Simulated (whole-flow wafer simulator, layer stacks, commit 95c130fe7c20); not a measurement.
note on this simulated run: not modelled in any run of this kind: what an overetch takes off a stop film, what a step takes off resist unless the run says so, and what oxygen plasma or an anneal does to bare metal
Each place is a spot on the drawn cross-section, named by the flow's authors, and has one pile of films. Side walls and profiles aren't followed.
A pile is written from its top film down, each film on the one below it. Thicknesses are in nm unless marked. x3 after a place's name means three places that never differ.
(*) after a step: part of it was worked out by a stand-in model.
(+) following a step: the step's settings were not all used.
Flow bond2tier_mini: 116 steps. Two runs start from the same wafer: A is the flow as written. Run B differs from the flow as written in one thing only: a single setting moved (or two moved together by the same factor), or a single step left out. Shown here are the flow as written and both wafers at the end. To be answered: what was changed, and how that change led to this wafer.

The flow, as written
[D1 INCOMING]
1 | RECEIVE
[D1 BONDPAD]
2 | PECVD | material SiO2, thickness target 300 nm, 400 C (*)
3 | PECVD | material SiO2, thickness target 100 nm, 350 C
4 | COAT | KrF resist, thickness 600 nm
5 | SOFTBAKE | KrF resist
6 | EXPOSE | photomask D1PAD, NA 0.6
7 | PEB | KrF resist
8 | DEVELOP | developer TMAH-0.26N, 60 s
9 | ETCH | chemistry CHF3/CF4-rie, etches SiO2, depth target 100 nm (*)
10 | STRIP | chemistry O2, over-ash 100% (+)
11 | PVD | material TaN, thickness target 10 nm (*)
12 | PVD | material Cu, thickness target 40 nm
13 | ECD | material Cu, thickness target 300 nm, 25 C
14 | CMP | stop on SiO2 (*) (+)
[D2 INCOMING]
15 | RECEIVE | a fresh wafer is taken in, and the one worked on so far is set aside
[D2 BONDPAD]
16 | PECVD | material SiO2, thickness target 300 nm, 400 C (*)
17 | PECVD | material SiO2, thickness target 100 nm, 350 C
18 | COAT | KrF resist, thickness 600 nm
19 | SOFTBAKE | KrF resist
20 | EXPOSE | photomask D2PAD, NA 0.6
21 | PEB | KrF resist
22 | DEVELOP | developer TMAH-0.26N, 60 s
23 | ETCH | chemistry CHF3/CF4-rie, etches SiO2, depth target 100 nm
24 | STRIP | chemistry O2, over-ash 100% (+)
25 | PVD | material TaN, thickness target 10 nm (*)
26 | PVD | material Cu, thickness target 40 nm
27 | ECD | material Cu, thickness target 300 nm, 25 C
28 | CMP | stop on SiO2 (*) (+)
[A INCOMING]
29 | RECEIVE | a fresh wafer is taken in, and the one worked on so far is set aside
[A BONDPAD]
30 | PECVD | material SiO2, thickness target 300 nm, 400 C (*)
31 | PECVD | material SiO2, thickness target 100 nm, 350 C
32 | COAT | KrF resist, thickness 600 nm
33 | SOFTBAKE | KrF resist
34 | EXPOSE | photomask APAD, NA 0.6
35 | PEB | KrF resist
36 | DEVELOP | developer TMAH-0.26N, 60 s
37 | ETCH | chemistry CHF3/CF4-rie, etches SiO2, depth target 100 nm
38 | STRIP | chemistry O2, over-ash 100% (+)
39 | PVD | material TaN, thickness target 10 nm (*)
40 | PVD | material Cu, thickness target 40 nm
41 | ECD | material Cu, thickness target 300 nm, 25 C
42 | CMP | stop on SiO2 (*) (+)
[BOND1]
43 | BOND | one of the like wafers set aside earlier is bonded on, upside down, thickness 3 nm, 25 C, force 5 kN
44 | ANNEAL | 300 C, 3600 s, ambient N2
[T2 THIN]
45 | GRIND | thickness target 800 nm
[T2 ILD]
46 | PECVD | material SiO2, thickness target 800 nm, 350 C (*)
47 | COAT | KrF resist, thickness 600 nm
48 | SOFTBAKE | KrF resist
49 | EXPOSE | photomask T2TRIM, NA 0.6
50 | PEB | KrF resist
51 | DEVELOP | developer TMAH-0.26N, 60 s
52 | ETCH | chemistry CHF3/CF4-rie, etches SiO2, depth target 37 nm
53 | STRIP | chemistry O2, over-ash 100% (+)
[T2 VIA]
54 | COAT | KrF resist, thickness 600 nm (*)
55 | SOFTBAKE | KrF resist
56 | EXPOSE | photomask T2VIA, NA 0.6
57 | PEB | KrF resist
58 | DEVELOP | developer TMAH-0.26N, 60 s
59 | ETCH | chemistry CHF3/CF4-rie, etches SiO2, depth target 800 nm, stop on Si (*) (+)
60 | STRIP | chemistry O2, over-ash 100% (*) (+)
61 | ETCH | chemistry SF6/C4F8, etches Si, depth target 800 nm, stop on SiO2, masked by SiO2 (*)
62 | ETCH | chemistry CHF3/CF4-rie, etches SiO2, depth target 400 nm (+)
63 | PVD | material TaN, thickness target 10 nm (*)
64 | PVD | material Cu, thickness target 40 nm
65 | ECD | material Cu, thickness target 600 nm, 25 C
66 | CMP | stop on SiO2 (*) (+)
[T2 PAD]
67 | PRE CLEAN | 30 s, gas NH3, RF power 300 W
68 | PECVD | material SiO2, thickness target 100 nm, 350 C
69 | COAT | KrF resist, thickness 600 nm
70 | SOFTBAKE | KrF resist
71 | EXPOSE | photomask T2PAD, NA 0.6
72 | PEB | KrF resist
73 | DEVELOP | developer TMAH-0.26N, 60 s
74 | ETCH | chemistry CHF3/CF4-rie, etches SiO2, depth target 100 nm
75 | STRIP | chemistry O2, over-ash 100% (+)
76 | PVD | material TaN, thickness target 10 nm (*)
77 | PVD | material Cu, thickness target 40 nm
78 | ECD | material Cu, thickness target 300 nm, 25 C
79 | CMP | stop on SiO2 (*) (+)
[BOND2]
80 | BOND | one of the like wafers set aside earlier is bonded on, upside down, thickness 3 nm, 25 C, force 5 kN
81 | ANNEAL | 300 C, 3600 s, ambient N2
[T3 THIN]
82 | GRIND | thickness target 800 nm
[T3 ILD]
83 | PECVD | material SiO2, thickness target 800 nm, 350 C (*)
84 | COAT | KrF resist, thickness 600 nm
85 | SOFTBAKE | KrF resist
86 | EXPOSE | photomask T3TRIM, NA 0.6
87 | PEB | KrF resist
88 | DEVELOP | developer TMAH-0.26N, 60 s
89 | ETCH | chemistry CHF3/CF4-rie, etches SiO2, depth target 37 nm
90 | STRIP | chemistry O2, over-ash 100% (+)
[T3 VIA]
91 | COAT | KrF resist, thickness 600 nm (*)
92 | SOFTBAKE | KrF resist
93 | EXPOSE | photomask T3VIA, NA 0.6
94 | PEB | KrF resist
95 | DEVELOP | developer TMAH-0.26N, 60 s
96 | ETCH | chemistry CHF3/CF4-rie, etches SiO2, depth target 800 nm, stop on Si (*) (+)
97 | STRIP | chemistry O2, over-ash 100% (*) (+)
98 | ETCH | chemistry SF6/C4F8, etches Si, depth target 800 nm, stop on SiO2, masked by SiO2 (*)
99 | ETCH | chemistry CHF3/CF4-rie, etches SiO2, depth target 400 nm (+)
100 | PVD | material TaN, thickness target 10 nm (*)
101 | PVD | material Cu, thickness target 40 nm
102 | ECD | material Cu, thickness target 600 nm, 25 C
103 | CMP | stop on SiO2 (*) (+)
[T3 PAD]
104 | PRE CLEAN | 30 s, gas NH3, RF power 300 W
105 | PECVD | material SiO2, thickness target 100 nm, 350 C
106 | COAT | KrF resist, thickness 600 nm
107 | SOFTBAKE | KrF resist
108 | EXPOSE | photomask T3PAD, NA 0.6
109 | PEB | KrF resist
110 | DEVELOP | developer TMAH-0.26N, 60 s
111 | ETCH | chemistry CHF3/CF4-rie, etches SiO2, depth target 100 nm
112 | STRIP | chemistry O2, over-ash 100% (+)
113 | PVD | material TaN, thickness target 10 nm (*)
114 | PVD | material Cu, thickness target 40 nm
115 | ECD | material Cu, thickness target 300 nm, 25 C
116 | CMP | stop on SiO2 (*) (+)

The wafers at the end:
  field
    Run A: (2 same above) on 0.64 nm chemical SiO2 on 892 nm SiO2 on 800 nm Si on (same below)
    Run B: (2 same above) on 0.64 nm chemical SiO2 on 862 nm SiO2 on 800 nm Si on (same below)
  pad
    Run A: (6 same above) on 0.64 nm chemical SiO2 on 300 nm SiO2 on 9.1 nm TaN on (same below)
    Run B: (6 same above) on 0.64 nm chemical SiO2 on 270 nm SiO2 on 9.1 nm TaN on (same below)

What caused this: step 17, PECVD: thickness target 70 nm was run, while the flow as written has thickness target 100 nm.

The path from the change to this, step by step:
  17 | PECVD | material SiO2, thickness target 100 nm, 350 C
      field, pad, via: A +100 SiO2 | B +70 SiO2
  80 | BOND | one of the like wafers set aside earlier is bonded on, upside down, thickness 3 nm, 25 C, force 5 kN
      field: A +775 um Si (new film), +0.64 chemical SiO2 (new film), +400 SiO2 | B +775 um Si (new film), +0.64 chemical SiO2 (new film), +370 SiO2
      pad: A +775 um Si (new film), +0.64 chemical SiO2 (new film), +300 SiO2 (new film), +9.1 TaN (new film), +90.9 Cu | B +775 um Si (new film), +0.64 chemical SiO2 (new film), +270 SiO2 (new film), +9.1 TaN (new film), +90.9 Cu
